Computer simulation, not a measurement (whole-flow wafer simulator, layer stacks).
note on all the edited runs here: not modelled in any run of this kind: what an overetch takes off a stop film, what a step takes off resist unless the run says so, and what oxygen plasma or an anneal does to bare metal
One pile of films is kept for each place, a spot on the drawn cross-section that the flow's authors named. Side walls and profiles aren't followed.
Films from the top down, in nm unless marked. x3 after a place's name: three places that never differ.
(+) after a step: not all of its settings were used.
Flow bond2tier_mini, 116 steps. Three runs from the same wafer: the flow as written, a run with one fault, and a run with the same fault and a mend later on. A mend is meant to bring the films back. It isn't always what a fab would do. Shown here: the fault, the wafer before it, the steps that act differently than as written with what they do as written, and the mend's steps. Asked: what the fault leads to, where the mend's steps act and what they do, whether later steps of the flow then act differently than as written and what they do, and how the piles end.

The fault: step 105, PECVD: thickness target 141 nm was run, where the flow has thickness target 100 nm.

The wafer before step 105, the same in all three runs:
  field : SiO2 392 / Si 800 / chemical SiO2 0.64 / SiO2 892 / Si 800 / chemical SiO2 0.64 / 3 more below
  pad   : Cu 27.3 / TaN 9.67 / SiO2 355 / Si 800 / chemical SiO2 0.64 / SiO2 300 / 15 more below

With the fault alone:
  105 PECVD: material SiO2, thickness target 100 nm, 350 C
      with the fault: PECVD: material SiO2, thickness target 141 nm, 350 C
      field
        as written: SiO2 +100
        with the fault: SiO2 +141
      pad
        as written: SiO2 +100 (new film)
        with the fault: SiO2 +141 (new film)
  Later steps of the flow that act differently than as written:
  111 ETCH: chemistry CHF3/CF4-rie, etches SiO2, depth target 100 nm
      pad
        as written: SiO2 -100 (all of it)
        with the fault: SiO2 -100
  At the end the piles differ from the flow's by more than 2% or 0.5 nm, whichever is larger, at field, pad.
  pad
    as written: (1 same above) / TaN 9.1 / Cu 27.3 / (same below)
    with the fault: (1 same above) / TaN 9.1 / SiO2 41 / Cu 27.3 / (same below)
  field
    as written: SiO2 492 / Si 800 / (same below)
    with the fault: SiO2 533 / Si 800 / (same below)

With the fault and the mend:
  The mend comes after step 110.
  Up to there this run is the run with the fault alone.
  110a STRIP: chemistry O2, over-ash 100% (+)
      field
        KrF resist -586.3 (all of it)
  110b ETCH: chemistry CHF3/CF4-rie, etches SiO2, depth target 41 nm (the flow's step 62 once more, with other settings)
      field, pad
        SiO2 -41
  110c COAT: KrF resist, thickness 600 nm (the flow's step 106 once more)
      field, pad
        KrF resist +600 (new film)
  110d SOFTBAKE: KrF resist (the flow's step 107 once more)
      changes no film at any place that is followed
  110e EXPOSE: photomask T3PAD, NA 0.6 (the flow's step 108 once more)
      changes no film at any place that is followed
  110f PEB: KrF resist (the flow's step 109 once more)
      changes no film at any place that is followed
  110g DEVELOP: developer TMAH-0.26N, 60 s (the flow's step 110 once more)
      field
        KrF resist -13.7
      pad
        KrF resist -600 (all of it)
  No later step of the flow acts differently than as written at any place that is followed.
  At the end the piles are the same as the flow's at every place that both follow.
